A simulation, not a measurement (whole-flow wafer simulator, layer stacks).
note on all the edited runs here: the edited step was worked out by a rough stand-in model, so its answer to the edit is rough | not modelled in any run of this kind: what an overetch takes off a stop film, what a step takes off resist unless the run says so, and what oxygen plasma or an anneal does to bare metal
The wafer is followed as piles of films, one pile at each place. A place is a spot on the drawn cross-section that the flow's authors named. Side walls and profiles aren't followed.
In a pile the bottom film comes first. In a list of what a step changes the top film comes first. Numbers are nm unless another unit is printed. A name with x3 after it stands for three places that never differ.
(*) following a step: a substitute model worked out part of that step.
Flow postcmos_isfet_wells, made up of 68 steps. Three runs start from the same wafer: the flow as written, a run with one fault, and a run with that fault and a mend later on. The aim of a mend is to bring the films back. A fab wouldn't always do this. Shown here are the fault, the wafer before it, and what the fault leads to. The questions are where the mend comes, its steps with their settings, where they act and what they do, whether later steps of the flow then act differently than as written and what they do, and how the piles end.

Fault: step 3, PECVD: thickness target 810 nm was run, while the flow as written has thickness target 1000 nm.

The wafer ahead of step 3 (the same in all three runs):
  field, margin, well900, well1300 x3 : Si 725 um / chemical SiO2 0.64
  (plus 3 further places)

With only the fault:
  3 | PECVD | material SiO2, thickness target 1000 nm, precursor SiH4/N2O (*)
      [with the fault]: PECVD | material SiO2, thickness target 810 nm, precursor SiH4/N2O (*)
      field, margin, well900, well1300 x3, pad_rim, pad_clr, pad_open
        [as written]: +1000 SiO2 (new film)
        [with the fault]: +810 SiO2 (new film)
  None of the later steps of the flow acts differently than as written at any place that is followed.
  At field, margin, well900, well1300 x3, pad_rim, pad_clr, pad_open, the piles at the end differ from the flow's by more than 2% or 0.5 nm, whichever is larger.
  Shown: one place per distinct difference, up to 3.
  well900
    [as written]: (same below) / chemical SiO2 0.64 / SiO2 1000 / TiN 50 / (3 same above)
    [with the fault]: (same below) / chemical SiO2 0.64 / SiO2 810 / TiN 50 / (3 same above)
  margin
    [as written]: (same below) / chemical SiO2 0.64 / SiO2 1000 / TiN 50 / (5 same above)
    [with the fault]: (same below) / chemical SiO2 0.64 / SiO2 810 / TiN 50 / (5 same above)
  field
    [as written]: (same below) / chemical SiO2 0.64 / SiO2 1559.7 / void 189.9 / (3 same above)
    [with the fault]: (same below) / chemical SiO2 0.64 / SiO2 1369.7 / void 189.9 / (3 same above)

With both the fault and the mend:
  After step 3 comes the mend.
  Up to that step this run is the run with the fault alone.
  3a | PECVD | material SiO2, thickness target 190 nm, precursor SiH4/N2O (*) (the flow's step 3 again, with other settings)
      field, margin, well900, well1300 x3, pad_rim, pad_clr, pad_open
        +190 SiO2
  None of the later steps of the flow acts differently than as written at any place that is followed.
  By the end, the piles equal the flow's at every place that both follow.
